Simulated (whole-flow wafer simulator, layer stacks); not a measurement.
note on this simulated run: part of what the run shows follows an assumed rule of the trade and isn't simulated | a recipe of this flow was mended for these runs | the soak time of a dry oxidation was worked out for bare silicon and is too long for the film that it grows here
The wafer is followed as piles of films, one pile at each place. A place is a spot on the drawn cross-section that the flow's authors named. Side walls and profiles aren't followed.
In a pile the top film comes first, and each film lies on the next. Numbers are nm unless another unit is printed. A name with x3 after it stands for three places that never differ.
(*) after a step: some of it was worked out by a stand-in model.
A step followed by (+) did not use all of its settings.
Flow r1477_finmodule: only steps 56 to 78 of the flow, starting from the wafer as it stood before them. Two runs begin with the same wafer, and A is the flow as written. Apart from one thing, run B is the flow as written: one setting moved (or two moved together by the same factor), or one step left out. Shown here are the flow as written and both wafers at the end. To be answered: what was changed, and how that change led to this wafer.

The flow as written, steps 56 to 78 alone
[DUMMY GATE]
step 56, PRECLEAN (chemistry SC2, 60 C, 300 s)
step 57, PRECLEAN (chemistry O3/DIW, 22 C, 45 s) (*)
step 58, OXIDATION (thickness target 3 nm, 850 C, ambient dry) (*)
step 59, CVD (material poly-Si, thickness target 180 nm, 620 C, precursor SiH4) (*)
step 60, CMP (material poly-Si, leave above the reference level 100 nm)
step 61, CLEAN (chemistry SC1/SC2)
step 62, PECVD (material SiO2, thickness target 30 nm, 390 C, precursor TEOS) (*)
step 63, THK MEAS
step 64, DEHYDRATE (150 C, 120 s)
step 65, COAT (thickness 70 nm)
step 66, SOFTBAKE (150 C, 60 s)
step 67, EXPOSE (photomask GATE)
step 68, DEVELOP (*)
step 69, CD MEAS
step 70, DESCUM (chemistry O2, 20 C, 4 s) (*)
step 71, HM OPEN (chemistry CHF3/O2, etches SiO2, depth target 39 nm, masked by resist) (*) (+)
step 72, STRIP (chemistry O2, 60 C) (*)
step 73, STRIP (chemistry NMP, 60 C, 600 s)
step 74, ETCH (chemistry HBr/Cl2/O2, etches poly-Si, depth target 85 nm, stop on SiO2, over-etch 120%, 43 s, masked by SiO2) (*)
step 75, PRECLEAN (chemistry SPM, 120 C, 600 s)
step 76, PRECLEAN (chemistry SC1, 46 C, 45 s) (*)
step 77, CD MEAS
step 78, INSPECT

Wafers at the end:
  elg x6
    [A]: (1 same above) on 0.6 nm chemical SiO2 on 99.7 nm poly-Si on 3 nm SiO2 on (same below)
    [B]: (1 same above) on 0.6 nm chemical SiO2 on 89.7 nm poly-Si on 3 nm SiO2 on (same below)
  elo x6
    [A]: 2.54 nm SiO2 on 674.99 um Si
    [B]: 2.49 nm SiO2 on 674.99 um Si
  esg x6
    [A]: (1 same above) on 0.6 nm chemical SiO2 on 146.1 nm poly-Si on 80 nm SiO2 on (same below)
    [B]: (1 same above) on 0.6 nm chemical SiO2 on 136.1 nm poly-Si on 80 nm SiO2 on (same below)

Cause: step 59, CVD: thickness target 90 nm was run, while the flow as written has thickness target 180 nm.

Step by step, how the change led to this:
  step 59, CVD (material poly-Si, thickness target 180 nm, 620 C, precursor SiH4) (*)
      esg x6, s40cg x3, eso x6, s40co x3: A poly-Si gains 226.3 (new film) | B poly-Si gains 136.3 (new film)
      pad, padg, elg x6, e200lg, elo x6, e200lo: A poly-Si gains 180 (new film) | B poly-Si gains 90 (new film)
      (also at 2 further places)
  step 60, CMP (material poly-Si, leave above the reference level 100 nm)
      elg x6, esg x6, e200lg, s40cg x3, elo x6, eso x6, e200lo, s40co x3: A poly-Si loses 80 | B nothing
      pad, padg: A poly-Si loses 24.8 | B nothing
      (also at 2 further places)
  step 65, COAT (thickness 70 nm)
      e200lg, e200lo: A e-beam-resist gains 70 (new film) | B e-beam-resist gains 66.9 (new film)
      e200sg, e200so: A e-beam-resist gains 70 (new film) | B e-beam-resist gains 81.7 (new film)
  step 68, DEVELOP (*)
      e200lo: A e-beam-resist loses 70 (all of it) | B e-beam-resist loses 66.9 (all of it)
      e200so: A e-beam-resist loses 70 (all of it) | B e-beam-resist loses 81.7 (all of it)
  step 72, STRIP (chemistry O2, 60 C) (*)
      e200lg: A e-beam-resist loses 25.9 (all of it) | B e-beam-resist loses 22.9 (all of it)
      e200sg: A e-beam-resist loses 25.9 (all of it) | B e-beam-resist loses 37.6 (all of it)
  step 74, ETCH (chemistry HBr/Cl2/O2, etches poly-Si, depth target 85 nm, stop on SiO2, over-etch 120%, 43 s, masked by SiO2) (*)
      eso x6, s40co x3: A chemical SiO2 loses 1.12 (all of it), poly-Si loses 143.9 (all of it), SiO2 loses 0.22 | B chemical SiO2 loses 1.23 (all of it), poly-Si loses 133.8 (all of it), SiO2 loses 0.27
      elo x6, e200lo: A chemical SiO2 loses 1.12 (all of it), poly-Si loses 97.6 (all of it), SiO2 loses 0.45 | B chemical SiO2 loses 1.23 (all of it), poly-Si loses 87.5 (all of it), SiO2 loses 0.5
      (also at 2 further places)
